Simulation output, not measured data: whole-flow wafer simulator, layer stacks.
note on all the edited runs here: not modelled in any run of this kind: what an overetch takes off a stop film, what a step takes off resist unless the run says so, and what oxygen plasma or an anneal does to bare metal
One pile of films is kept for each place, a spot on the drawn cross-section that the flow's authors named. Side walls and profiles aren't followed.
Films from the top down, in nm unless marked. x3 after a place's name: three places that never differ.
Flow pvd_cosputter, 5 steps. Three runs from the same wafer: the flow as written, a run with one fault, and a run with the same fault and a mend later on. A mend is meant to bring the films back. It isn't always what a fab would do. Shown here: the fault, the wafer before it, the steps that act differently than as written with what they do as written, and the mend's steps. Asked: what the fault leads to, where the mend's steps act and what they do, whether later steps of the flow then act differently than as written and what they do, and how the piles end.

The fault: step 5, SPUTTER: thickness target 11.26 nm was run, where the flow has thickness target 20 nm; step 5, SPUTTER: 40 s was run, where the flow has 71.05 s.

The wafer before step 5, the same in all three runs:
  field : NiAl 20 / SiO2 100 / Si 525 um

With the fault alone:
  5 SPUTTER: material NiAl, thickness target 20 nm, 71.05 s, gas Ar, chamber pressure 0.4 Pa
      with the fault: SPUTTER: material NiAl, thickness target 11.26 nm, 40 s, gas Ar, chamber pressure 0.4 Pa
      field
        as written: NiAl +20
        with the fault: NiAl +11.3
  No later step of the flow acts differently than as written at any place that is followed.
  At the end the piles differ from the flow's by more than 2% or 0.5 nm, whichever is larger, at field.
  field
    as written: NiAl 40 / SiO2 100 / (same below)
    with the fault: NiAl 31.3 / SiO2 100 / (same below)

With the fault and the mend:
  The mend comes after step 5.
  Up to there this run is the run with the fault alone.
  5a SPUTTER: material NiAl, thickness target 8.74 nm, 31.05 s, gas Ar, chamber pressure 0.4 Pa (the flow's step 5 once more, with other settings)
      field
        NiAl +8.74
  No later step of the flow acts differently than as written at any place that is followed.
  At the end the piles are the same as the flow's at every place that both follow.
